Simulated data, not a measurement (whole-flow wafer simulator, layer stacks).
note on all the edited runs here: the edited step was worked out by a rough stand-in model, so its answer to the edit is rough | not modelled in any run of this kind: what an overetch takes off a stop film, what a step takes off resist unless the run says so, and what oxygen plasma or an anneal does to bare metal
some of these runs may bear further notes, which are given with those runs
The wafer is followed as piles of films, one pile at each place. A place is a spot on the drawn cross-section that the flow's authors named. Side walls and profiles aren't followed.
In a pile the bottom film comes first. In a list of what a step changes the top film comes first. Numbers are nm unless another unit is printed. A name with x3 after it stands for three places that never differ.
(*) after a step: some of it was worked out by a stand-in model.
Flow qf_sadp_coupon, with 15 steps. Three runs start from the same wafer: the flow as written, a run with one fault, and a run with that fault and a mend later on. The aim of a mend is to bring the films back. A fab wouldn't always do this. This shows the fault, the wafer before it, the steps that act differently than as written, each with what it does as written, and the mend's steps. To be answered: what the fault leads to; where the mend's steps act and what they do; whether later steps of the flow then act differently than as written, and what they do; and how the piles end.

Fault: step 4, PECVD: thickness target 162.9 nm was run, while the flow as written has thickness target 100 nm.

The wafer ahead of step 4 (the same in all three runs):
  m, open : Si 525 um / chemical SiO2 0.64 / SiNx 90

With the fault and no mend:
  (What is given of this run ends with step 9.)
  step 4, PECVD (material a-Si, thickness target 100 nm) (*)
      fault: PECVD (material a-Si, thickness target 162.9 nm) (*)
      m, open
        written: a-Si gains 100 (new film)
        fault: a-Si gains 162.9 (new film)
  Later steps of the flow up to step 9 that are run all act as written at every place that is followed.
  After step 9, at m, open, the piles differ from the flow's by more than 2% or 0.5 nm, whichever is larger.
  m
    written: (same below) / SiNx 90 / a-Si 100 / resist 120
    fault: (same below) / SiNx 90 / a-Si 162.9 / resist 120
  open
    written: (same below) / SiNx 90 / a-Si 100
    fault: (same below) / SiNx 90 / a-Si 162.9

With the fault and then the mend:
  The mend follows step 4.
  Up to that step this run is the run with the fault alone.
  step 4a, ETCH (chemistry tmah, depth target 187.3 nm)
      m, open
        a-Si loses 162.9 (all of it)
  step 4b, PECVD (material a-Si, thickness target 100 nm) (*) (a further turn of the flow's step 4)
      m, open
        a-Si gains 100 (new film)
  Later steps of the flow that are run all act as written at every place that is followed.
  The piles end the same as the flow's at every place that both follow.
